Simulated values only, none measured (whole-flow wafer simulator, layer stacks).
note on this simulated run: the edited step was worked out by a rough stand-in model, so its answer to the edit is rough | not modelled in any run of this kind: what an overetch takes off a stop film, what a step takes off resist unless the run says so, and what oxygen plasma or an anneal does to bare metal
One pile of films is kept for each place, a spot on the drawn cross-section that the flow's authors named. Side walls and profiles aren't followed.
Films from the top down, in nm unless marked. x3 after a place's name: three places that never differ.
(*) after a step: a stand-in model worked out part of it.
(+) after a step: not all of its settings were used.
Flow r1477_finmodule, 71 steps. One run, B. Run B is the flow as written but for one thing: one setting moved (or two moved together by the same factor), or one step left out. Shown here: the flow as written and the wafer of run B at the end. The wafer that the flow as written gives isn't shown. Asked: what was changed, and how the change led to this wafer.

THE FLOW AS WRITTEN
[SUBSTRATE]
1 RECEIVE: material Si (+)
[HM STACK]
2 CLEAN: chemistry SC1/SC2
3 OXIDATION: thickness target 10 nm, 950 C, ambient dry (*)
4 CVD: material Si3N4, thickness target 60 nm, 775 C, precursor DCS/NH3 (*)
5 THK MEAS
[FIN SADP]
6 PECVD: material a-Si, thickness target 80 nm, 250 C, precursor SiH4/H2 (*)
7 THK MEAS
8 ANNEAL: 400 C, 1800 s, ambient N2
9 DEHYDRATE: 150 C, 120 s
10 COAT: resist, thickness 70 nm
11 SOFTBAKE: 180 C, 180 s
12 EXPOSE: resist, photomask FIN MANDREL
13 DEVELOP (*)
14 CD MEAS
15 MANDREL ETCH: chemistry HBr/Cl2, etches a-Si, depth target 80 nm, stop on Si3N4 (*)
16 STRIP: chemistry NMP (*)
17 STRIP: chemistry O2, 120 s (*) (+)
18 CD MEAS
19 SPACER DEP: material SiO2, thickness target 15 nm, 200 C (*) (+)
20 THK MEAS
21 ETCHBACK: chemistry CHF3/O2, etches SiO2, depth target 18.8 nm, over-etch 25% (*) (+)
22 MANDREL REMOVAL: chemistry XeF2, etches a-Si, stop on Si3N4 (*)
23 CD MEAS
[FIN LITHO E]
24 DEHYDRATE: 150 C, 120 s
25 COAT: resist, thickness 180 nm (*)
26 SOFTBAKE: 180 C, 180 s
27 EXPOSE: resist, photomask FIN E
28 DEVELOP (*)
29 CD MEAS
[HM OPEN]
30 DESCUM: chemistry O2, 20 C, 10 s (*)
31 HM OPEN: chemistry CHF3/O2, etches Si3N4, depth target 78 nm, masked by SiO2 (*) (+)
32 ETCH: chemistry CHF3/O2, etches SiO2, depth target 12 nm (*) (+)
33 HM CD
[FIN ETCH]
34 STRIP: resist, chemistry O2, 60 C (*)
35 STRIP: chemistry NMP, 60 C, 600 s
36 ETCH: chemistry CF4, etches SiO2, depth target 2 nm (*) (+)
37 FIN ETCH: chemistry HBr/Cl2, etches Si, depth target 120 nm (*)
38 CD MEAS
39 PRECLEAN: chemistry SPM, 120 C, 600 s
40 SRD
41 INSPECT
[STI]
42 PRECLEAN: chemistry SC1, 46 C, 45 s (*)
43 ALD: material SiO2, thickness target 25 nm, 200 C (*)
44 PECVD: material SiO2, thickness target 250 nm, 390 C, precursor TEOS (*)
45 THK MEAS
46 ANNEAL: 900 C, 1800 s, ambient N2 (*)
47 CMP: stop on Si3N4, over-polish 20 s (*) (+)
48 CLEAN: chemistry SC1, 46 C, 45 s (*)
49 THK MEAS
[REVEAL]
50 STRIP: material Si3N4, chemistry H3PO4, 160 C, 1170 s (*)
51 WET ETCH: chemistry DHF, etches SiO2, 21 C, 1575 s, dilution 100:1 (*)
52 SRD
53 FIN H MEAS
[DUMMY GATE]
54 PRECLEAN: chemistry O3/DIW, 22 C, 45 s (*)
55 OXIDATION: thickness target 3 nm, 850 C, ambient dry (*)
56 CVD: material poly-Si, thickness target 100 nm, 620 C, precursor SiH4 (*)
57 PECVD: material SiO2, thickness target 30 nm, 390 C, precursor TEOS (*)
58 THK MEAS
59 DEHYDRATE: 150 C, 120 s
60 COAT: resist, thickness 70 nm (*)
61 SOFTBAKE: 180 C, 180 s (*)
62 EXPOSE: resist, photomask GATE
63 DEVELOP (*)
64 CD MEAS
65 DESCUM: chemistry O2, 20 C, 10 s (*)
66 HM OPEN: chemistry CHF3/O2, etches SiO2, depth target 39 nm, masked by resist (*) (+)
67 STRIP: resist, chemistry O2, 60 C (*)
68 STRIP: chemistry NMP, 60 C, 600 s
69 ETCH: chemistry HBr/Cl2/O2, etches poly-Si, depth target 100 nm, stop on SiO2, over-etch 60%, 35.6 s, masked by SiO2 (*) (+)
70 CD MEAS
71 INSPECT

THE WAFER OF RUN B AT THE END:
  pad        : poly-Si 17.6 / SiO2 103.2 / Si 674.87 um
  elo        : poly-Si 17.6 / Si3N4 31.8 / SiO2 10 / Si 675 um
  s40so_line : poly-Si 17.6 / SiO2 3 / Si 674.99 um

The cause: step 69, ETCH: depth target 50 nm was run, where the flow has depth target 100 nm.

How the change led to this, step by step:
  69 ETCH: chemistry HBr/Cl2/O2, etches poly-Si, depth target 100 nm, stop on SiO2, over-etch 60%, 35.6 s, masked by SiO2 (*) (+)
      pad, eso, e40so and 8 more: chemical SiO2 -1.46 (all of it), poly-Si -80 (as written it would be: chemical SiO2 -1.46 (all of it), poly-Si -97.6 (all of it), SiO2 -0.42)
      elo, e40lo, e100lo, e200lo: chemical SiO2 -1.46 (all of it), poly-Si -80 (as written it would be: chemical SiO2 -1.46 (all of it), poly-Si -97.6 (all of it), Si3N4 -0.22)
      (and at 21 more places)
